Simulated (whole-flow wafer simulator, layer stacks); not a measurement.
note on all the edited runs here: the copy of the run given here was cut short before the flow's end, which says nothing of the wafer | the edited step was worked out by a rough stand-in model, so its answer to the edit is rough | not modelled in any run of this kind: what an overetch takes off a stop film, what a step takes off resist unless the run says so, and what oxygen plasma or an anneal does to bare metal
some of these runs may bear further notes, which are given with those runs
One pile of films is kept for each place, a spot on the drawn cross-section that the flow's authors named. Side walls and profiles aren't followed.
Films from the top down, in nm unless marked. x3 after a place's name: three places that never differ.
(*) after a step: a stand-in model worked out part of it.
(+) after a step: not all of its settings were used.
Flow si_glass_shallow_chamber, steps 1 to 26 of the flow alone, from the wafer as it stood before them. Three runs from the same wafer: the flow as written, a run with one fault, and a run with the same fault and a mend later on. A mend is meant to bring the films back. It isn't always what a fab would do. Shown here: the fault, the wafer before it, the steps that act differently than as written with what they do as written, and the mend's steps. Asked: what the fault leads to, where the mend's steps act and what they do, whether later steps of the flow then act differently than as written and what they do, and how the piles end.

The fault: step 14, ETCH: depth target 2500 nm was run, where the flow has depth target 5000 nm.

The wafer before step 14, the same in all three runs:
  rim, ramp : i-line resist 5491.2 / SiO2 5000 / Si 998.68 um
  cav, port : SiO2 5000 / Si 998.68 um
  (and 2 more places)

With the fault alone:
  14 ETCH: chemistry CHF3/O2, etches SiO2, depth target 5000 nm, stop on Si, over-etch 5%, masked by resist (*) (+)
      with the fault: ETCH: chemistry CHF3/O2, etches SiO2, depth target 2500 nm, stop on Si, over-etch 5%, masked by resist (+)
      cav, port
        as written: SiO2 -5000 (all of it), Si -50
        with the fault: SiO2 -2625
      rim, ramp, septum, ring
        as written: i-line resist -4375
        with the fault: i-line resist -2187.5
  Later steps of the flow that act differently than as written:
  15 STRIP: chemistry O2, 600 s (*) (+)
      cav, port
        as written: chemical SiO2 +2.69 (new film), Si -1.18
        with the fault: nothing
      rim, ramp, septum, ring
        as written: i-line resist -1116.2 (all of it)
        with the fault: i-line resist -3303.7 (all of it)
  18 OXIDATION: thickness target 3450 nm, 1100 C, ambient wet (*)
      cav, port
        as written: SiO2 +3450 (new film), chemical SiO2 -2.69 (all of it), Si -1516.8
        with the fault: SiO2 +1848.2, Si -813.2
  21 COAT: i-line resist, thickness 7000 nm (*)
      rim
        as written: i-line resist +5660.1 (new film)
        with the fault: i-line resist +6193.4 (new film)
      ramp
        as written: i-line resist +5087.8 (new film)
        with the fault: i-line resist +5834.8 (new film)
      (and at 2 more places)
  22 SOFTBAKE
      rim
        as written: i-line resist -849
        with the fault: i-line resist -537.8
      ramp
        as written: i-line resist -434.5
        with the fault: i-line resist -245.6
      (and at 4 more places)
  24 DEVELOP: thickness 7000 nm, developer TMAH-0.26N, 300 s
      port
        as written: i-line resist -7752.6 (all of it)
        with the fault: i-line resist -7483.8 (all of it)
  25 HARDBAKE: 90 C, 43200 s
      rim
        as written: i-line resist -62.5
        with the fault: i-line resist -94.8
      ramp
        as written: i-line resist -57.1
        with the fault: i-line resist -92.1
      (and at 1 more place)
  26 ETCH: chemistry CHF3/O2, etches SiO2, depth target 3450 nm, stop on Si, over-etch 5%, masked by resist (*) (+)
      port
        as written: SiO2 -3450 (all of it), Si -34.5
        with the fault: SiO2 -3622.5
  At the end the piles differ from the flow's by more than 2% or 0.5 nm, whichever is larger, at rim, ramp, cav, port.
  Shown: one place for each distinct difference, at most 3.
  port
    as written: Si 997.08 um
    with the fault: SiO2 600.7 / Si 997.87 um
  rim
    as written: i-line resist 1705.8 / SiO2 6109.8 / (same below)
    with the fault: i-line resist 2518 / SiO2 6109.8 / (same below)
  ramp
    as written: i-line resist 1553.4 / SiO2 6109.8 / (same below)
    with the fault: i-line resist 2454.3 / SiO2 6109.8 / (same below)

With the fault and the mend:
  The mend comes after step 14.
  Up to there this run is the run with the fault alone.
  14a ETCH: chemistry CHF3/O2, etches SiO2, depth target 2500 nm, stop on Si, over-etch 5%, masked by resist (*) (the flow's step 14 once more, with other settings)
      rim, ramp, septum, ring
        i-line resist -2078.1
      cav, port
        SiO2 -2375 (all of it), Si -50
  Later steps of the flow that act differently than as written:
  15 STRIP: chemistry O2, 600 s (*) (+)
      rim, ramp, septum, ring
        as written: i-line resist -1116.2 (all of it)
        with the mend: i-line resist -1225.5 (all of it)
  At the end the piles are the same as the flow's at every place that both follow.
